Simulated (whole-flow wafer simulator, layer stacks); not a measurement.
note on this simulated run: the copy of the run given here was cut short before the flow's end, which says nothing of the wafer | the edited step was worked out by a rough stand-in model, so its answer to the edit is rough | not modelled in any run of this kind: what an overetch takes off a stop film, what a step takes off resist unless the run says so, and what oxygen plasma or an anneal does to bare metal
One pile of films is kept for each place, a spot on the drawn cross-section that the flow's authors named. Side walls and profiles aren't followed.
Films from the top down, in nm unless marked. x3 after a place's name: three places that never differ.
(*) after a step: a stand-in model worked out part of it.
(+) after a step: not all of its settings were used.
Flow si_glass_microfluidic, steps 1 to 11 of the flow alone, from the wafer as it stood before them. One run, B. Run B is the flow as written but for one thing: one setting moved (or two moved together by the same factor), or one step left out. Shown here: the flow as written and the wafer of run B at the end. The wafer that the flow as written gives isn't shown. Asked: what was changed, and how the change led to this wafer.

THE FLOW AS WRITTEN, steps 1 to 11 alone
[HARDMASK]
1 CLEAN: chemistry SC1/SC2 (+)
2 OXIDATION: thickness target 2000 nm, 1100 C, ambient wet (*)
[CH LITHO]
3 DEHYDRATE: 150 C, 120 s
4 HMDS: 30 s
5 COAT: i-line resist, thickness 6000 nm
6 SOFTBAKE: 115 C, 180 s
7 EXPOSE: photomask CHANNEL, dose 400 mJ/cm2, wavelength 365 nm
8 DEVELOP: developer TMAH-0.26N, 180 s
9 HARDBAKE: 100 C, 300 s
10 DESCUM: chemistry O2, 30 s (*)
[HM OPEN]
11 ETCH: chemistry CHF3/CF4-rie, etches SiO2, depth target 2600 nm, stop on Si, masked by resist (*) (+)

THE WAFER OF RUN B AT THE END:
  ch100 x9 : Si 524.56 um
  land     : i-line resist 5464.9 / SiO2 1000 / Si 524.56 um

The cause: step 2, OXIDATION: thickness target 1000 nm was run, where the flow has thickness target 2000 nm.
It can be read off the wafer: land has SiO2 1000, and step 2 as written asks for 2000 nm.

How the change led to this, step by step:
  2 OXIDATION: thickness target 2000 nm, 1100 C, ambient wet (*)
      land, ch100 x9: SiO2 +1000 (new film), chemical SiO2 -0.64 (all of it), Si -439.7 (as written it would be: SiO2 +2000 (new film), chemical SiO2 -0.64 (all of it), Si -879.7)
  11 ETCH: chemistry CHF3/CF4-rie, etches SiO2, depth target 2600 nm, stop on Si, masked by resist (*) (+)
      ch100 x9: SiO2 -1000 (all of it) (as written it would be: SiO2 -2000 (all of it))
      land: i-line resist -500 (as written it would be: i-line resist -866.7)
